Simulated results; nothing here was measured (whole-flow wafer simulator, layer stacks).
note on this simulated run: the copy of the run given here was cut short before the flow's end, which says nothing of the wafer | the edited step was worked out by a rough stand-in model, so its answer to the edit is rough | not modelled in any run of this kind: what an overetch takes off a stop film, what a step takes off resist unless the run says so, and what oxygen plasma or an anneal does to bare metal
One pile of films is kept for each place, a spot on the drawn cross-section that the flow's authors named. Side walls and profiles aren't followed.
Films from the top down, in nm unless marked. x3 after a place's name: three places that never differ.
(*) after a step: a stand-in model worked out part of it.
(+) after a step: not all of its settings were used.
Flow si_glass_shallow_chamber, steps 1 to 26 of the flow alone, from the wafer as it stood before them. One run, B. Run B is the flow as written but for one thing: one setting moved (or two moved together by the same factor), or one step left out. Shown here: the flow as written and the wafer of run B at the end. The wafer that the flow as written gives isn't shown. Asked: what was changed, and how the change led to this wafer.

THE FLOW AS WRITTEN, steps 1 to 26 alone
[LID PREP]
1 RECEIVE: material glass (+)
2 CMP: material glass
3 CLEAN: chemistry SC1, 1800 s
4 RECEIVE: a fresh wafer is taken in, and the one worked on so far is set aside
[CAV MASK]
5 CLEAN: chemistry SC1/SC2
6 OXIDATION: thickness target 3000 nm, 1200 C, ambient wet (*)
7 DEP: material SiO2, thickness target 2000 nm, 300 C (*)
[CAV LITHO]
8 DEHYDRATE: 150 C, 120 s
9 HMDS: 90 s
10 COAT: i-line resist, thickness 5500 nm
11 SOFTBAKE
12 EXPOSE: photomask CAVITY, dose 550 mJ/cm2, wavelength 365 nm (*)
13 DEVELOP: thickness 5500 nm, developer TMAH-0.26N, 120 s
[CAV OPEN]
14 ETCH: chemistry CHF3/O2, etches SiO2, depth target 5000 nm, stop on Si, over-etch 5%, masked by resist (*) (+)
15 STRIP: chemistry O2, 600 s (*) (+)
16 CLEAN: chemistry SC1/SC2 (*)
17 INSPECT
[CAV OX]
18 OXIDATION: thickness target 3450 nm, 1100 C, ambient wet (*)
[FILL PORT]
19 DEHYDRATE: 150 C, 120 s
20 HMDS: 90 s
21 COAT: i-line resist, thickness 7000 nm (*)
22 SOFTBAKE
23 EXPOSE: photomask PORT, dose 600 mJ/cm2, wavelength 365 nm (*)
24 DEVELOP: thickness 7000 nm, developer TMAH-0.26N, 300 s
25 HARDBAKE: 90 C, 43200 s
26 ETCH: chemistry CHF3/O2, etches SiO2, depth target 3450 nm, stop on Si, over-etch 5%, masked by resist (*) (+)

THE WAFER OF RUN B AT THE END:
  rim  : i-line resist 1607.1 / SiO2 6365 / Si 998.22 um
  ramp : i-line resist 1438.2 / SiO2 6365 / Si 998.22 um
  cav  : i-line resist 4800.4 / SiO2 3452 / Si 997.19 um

The cause: step 7, DEP: thickness target 2308 nm was run, where the flow has thickness target 2000 nm.

How the change led to this, step by step:
  7 DEP: material SiO2, thickness target 2000 nm, 300 C (*)
      rim, ramp, cav, port, septum, ring: SiO2 +2308 (as written it would be: SiO2 +2000)
  14 ETCH: chemistry CHF3/O2, etches SiO2, depth target 5000 nm, stop on Si, over-etch 5%, masked by resist (*) (+)
      cav, port: SiO2 -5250 (as written it would be: SiO2 -5000 (all of it), Si -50)
  15 STRIP: chemistry O2, 600 s (*) (+)
      cav, port: nothing (as written it would be: chemical SiO2 +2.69 (new film), Si -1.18)
  18 OXIDATION: thickness target 3450 nm, 1100 C, ambient wet (*)
      cav, port: SiO2 +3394, Si -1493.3 (as written it would be: SiO2 +3450 (new film), chemical SiO2 -2.69 (all of it), Si -1516.8)
      rim, ramp, septum, ring: SiO2 +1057, Si -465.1 (as written it would be: SiO2 +1109.8, Si -488.3)
  22 SOFTBAKE
      rim: i-line resist -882 (as written it would be: i-line resist -849)
      ramp: i-line resist -458.1 (as written it would be: i-line resist -434.5)
      (and at 3 more places)
  25 HARDBAKE: 90 C, 43200 s
      rim: i-line resist -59 (as written it would be: i-line resist -62.5)
      ramp: i-line resist -53.1 (as written it would be: i-line resist -57.1)
